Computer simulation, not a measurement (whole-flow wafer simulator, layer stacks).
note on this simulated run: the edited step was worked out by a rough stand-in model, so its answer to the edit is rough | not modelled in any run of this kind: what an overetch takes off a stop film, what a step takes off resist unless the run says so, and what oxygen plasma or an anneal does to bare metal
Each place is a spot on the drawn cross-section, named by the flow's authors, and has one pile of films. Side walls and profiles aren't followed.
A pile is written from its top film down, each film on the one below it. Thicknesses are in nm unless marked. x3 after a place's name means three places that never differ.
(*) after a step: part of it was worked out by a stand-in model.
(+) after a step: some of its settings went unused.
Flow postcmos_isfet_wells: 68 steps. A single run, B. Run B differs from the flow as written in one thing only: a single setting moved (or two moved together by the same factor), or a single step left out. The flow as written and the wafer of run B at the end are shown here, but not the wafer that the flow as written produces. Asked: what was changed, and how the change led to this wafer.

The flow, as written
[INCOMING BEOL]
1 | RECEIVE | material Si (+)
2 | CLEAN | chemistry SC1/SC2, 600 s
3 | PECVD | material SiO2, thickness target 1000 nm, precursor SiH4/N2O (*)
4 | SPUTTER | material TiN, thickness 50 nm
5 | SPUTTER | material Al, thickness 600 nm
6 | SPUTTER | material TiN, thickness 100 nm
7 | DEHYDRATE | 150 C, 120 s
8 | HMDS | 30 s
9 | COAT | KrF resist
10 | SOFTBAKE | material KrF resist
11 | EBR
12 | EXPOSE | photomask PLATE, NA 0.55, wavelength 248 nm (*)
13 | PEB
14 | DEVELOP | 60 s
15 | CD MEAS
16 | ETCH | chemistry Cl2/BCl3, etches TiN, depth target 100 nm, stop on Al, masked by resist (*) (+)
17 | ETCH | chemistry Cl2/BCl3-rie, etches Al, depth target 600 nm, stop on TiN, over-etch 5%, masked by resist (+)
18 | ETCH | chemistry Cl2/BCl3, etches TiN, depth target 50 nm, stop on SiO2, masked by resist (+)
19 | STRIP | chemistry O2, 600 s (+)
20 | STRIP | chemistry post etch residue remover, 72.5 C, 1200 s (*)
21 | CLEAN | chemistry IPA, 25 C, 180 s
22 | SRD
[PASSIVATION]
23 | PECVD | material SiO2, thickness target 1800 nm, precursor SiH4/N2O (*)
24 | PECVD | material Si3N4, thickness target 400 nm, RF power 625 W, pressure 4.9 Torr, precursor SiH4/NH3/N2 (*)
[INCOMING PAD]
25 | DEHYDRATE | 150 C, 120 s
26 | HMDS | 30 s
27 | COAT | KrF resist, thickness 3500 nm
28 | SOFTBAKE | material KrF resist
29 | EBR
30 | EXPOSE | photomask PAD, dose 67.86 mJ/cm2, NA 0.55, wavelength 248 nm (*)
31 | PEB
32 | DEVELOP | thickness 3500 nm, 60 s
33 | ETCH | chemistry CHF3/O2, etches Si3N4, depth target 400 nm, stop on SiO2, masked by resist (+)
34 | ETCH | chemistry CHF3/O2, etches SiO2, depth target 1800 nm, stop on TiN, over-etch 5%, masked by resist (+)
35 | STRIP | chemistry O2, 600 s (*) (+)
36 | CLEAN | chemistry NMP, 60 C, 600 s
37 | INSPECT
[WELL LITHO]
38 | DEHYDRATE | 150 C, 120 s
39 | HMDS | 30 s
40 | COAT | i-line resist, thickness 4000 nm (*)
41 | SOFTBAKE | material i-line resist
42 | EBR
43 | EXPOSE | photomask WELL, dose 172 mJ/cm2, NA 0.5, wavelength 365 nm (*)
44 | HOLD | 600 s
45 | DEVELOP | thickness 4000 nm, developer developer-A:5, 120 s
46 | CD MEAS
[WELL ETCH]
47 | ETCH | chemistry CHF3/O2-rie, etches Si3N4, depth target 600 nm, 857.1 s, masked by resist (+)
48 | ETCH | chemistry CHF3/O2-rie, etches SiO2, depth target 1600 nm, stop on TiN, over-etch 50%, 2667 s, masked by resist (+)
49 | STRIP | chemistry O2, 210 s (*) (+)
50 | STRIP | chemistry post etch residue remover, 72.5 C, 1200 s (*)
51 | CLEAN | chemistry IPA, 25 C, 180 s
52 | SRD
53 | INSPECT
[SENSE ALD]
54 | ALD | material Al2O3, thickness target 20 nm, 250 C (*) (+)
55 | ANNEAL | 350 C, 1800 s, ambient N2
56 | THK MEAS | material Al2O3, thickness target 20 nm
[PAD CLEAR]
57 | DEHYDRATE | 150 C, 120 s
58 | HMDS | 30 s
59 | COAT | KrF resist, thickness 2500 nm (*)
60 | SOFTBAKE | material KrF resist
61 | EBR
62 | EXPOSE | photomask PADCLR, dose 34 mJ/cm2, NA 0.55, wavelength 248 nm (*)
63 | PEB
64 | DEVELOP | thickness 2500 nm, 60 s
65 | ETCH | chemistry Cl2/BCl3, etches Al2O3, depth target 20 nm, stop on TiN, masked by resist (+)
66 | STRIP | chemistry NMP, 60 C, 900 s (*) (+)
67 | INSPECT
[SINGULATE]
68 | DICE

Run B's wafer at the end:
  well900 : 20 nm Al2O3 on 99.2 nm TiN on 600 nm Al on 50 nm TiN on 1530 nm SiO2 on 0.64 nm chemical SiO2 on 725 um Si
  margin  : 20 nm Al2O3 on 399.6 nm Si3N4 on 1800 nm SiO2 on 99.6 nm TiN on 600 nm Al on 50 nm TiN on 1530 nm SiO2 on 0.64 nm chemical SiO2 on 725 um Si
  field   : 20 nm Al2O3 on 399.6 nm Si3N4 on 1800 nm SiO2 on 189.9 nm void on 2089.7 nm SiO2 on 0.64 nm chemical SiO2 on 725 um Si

The reason: step 3, PECVD: thickness target 1530 nm was run, whereas the flow has thickness target 1000 nm.
The wafer itself shows it: well900 has SiO2 1530, and step 3 as written asks for 1000 nm.

The path from the change to this, step by step:
  3 | PECVD | material SiO2, thickness target 1000 nm, precursor SiH4/N2O (*)
      field, margin, well900, well1300 x3, pad_rim, pad_clr, pad_open: SiO2 gains 1530 (new film) (as written it would have been: SiO2 gains 1000 (new film))
